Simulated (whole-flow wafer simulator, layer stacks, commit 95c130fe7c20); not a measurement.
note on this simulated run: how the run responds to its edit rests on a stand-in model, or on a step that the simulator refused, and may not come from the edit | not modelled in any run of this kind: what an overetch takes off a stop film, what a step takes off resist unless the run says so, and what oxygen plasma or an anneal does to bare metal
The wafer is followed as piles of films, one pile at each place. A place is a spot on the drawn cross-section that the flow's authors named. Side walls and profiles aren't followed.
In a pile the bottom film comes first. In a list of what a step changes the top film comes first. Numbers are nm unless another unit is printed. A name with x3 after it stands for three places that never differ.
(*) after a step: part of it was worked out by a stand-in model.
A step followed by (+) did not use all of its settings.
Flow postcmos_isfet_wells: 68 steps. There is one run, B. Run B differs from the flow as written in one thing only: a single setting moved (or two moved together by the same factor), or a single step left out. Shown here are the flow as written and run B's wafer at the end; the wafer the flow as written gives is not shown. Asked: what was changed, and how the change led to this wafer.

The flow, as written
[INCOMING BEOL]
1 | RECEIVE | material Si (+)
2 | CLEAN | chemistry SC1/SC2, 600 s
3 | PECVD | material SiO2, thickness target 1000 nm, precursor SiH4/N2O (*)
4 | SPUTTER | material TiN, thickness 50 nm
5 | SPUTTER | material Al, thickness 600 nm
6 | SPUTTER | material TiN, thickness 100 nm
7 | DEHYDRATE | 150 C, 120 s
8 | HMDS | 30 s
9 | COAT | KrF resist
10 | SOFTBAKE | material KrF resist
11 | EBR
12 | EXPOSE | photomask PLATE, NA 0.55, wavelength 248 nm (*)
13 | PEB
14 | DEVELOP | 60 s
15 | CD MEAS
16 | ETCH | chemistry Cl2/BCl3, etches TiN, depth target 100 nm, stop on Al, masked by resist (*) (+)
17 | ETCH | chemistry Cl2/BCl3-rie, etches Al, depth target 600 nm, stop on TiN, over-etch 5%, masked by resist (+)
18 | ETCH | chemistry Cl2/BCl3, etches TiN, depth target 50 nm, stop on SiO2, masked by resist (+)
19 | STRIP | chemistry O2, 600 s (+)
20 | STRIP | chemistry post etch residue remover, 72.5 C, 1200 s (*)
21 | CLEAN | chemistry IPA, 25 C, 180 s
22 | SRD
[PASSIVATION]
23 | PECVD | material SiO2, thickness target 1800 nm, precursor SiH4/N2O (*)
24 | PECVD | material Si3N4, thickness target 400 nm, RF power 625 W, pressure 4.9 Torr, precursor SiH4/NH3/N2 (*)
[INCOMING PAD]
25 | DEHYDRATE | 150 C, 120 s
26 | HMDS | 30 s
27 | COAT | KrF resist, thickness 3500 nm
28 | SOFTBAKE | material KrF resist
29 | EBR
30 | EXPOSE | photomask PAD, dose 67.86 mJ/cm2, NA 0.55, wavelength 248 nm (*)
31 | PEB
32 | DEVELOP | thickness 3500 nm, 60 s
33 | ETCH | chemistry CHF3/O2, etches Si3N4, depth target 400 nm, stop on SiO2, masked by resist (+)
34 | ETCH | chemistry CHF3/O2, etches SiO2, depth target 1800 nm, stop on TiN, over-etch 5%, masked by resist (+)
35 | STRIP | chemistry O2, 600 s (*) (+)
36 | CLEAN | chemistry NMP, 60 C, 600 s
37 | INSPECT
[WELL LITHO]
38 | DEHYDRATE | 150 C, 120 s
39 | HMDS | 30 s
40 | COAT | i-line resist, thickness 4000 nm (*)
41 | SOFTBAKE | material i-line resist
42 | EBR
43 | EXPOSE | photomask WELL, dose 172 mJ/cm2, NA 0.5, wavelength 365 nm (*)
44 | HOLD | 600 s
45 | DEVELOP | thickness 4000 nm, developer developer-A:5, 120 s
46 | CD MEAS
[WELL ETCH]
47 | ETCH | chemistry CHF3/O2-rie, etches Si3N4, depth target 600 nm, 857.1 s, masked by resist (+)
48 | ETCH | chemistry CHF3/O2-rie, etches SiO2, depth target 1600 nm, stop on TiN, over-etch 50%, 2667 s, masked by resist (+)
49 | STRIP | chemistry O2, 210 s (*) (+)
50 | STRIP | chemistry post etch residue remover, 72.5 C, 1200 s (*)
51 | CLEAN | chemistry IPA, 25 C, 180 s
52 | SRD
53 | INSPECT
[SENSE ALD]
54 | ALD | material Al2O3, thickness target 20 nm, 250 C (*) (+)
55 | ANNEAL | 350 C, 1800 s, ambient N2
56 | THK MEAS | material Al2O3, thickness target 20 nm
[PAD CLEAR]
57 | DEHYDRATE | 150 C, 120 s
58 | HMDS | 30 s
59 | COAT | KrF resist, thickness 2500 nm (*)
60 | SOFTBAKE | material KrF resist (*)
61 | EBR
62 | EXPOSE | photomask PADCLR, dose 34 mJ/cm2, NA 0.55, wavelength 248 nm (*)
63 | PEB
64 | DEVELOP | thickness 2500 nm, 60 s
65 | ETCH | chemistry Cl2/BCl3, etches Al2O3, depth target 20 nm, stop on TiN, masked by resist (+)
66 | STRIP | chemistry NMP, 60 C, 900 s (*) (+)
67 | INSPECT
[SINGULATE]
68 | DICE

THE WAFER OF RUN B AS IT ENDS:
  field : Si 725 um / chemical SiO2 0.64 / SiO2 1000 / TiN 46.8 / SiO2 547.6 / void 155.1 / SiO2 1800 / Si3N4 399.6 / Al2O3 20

What caused this: step 17, ETCH: depth target 487.5 nm was run, while the flow as written has depth target 600 nm.

The path from the change to this, step by step:
  17 | ETCH | chemistry Cl2/BCl3-rie, etches Al, depth target 600 nm, stop on TiN, over-etch 5%, masked by resist (+)
      field: -487.5 Al (as written it would have been: -600 Al (all of it))
      margin, well900, well1300, well2000, well3000, pad_rim, pad_clr, pad_open: -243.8 KrF resist (as written it would have been: -300 KrF resist)
  18 | ETCH | chemistry Cl2/BCl3, etches TiN, depth target 50 nm, stop on SiO2, masked by resist (+)
      field: -112.5 Al (all of it), -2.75 TiN (as written it would have been: -50 TiN (all of it))
  19 | STRIP | chemistry O2, 600 s (+)
      margin, well900, well1300, well2000, well3000, pad_rim, pad_clr, pad_open: -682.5 KrF resist (all of it) (as written it would have been: -626.3 KrF resist (all of it))
  23 | PECVD | material SiO2, thickness target 1800 nm, precursor SiH4/N2O (*)
      field: +1800 SiO2 (new film), +155.1 void (new film), +547.6 SiO2 (new film) (as written it would have been: +1800 SiO2 (new film), +189.9 void (new film), +559.7 SiO2)
If metal films that touch count as one body, field has 1 body; the flow as written gives 0 bodies.
